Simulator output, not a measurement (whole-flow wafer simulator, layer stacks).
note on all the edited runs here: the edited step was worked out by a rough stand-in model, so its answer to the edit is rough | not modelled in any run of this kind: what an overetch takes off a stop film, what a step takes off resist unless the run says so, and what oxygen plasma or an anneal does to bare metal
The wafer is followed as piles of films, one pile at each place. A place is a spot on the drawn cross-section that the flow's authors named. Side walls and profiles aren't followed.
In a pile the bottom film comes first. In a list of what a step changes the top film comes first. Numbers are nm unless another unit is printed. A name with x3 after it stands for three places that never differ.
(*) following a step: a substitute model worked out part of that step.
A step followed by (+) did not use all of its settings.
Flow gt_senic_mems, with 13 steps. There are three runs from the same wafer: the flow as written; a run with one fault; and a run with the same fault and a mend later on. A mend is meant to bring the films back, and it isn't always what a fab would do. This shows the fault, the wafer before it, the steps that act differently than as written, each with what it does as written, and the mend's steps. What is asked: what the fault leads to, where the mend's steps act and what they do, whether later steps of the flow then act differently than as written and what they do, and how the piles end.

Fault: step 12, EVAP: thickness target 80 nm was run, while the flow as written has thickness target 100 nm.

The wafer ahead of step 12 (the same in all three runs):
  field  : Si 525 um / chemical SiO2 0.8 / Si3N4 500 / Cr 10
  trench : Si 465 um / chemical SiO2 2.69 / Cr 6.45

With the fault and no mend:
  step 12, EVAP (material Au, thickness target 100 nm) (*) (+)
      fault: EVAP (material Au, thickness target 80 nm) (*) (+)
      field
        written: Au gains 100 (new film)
        fault: Au gains 80 (new film)
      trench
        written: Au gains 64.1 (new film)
        fault: Au gains 51.3 (new film)
  None of the later steps of the flow acts differently than as written at any place that is followed.
  By the end, the piles at field, trench depart from the flow's by more than 2% or 0.5 nm, whichever is larger.
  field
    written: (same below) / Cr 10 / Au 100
    fault: (same below) / Cr 10 / Au 80
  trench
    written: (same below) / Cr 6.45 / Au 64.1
    fault: (same below) / Cr 6.45 / Au 51.3

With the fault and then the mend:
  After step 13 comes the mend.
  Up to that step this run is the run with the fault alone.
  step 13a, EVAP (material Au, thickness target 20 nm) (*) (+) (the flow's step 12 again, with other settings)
      field
        Au gains 20
      trench
        Au gains 12.9
  None of the later steps of the flow acts differently than as written at any place that is followed.
  At the end the piles are close to the flow's at the places that both follow, differing by at most 2% or 0.5 nm, whichever is larger.
